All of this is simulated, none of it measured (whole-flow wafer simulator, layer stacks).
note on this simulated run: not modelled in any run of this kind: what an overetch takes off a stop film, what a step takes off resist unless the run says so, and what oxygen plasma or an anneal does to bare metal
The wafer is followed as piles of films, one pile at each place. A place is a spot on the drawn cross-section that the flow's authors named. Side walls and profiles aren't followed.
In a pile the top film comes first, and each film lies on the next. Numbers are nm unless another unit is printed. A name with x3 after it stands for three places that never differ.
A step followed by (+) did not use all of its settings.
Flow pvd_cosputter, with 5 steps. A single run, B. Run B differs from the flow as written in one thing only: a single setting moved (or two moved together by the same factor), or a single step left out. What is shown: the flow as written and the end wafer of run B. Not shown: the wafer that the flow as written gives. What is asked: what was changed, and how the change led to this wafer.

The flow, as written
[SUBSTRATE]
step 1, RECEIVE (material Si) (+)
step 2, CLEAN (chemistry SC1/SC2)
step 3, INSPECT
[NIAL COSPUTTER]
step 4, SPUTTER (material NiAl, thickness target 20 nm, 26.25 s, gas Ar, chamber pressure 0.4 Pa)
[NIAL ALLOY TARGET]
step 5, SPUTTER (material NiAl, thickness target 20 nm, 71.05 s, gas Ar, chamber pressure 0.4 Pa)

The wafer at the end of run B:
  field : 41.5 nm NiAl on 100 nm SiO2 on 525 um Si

Cause: step 4, SPUTTER: thickness target 21.5 nm was run, while the flow as written has thickness target 20 nm; step 4, SPUTTER: 28.22 s was run, where the flow has 26.25 s.

Step by step, how the change led to this:
  step 4, SPUTTER (material NiAl, thickness target 20 nm, 26.25 s, gas Ar, chamber pressure 0.4 Pa)
      field: +21.5 NiAl (new film) (in the flow as written it would be: +20 NiAl (new film))
